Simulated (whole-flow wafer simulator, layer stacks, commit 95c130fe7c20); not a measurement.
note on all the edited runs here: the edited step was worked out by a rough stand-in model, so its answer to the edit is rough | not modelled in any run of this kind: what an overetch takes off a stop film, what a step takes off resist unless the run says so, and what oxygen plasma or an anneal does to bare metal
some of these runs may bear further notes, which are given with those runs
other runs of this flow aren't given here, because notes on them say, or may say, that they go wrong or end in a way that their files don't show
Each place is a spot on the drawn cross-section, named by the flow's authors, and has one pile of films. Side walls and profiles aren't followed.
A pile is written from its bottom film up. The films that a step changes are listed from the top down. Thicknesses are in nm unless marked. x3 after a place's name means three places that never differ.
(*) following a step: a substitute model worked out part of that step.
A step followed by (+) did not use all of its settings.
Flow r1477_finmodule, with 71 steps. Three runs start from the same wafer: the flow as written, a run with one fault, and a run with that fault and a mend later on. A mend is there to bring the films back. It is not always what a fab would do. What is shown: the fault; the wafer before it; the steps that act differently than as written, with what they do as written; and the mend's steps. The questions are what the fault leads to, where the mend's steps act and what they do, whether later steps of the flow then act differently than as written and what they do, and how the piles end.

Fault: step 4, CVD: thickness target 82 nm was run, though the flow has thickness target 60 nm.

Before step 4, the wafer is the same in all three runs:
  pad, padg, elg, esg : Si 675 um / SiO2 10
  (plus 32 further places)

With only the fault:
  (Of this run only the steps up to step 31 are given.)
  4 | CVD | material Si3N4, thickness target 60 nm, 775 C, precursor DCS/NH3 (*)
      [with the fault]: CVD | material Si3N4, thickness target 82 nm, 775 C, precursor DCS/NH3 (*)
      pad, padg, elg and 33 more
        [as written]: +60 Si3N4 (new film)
        [with the fault]: +82 Si3N4 (new film)
  Later steps of the flow acting differently than as written:
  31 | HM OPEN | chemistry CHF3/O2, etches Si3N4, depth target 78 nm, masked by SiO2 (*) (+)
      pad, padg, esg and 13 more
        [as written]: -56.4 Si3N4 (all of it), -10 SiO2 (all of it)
        [with the fault]: -78 Si3N4
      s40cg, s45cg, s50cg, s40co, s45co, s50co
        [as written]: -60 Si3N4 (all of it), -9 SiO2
        [with the fault]: -78 Si3N4
  After step 31, at pad, padg, elg and 33 more, the piles differ from the flow's by more than 2% or 0.5 nm, whichever is larger.
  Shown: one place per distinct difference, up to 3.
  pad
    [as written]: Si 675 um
    [with the fault]: Si 675 um / SiO2 10 / Si3N4 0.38
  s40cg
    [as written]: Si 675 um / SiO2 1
    [with the fault]: Si 675 um / SiO2 10 / Si3N4 4
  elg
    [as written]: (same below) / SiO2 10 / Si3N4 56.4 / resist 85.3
    [with the fault]: (same below) / SiO2 10 / Si3N4 78.4 / resist 85.3

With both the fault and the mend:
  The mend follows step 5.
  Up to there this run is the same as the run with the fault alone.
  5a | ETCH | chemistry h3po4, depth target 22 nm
      pad, padg, elg and 33 more
        -22 Si3N4
  None of the later steps of the flow acts differently than as written at any place that is followed.
  At every place that both follow, the piles at the end match the flow's.
